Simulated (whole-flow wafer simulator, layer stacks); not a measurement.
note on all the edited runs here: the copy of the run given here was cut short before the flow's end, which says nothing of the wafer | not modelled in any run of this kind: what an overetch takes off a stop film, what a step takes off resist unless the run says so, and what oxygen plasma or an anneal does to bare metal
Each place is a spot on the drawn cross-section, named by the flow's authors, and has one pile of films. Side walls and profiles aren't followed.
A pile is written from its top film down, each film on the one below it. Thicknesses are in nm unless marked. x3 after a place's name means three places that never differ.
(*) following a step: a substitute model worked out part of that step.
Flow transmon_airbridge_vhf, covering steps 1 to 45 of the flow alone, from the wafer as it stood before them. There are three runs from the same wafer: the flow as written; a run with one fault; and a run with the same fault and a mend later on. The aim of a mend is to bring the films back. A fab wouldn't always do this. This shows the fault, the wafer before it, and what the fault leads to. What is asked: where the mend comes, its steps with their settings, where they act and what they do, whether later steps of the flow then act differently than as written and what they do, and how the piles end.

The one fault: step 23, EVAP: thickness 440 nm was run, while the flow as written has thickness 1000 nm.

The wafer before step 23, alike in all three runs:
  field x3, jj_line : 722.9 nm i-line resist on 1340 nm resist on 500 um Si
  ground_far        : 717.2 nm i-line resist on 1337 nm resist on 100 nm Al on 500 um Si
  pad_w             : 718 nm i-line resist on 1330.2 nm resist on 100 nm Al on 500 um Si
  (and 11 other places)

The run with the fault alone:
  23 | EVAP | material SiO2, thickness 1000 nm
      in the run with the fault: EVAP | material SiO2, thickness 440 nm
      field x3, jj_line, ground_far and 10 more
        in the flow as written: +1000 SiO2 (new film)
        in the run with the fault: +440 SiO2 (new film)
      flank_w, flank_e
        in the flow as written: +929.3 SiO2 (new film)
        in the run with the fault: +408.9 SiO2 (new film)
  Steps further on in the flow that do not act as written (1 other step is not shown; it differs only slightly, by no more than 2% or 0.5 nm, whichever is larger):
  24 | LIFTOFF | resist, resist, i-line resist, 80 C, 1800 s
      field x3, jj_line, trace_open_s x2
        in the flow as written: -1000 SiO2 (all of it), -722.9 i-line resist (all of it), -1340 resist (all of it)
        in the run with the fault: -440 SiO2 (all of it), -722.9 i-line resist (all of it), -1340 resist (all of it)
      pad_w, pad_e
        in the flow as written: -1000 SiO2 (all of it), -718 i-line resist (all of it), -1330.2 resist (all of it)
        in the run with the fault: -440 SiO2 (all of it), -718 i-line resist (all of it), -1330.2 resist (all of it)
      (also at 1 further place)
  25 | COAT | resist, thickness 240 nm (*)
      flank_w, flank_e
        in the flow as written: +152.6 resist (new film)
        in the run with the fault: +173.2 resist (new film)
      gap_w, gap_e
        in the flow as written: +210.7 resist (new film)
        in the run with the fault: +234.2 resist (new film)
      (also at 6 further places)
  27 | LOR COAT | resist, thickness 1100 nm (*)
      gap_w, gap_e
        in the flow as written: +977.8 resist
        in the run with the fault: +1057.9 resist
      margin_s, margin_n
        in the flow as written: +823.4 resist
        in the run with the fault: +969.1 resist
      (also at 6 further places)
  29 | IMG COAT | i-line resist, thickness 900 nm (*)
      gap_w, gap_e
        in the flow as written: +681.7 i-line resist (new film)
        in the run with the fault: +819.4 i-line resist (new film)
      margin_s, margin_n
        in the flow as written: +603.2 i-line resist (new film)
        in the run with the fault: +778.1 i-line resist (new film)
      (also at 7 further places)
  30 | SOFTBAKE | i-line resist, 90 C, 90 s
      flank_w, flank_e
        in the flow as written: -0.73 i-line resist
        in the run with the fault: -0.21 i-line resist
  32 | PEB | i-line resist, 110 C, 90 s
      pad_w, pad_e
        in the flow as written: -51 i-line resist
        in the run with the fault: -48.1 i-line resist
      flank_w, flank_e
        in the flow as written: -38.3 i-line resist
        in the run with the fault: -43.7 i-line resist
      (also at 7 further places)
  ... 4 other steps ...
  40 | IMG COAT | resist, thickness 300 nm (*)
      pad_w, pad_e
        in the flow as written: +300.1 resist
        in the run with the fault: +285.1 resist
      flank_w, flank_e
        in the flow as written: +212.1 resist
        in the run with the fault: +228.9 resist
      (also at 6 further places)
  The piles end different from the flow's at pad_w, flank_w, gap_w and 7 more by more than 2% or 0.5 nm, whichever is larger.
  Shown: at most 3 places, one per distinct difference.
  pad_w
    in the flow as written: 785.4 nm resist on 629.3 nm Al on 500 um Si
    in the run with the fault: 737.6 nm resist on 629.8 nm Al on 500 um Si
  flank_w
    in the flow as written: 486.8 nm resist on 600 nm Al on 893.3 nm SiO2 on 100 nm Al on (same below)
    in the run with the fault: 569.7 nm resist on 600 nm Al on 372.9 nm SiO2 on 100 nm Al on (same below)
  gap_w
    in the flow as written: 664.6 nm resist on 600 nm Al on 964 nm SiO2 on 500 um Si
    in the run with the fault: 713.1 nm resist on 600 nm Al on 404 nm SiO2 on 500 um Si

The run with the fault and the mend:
  The mend follows step 23.
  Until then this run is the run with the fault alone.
  23a | EVAP | material SiO2, thickness 560 nm (the flow's step 23 again, with other settings)
      field x3, jj_line, ground_far and 10 more
        +560 SiO2
      flank_w, flank_e
        +521.2 SiO2
  Every later step of the flow that is run acts as written, at every place that is followed, to within 2% or 0.5 nm, whichever is larger.
  The piles end only slightly different from the flow's at the places that both follow, by no more than 2% or 0.5 nm, whichever is larger.
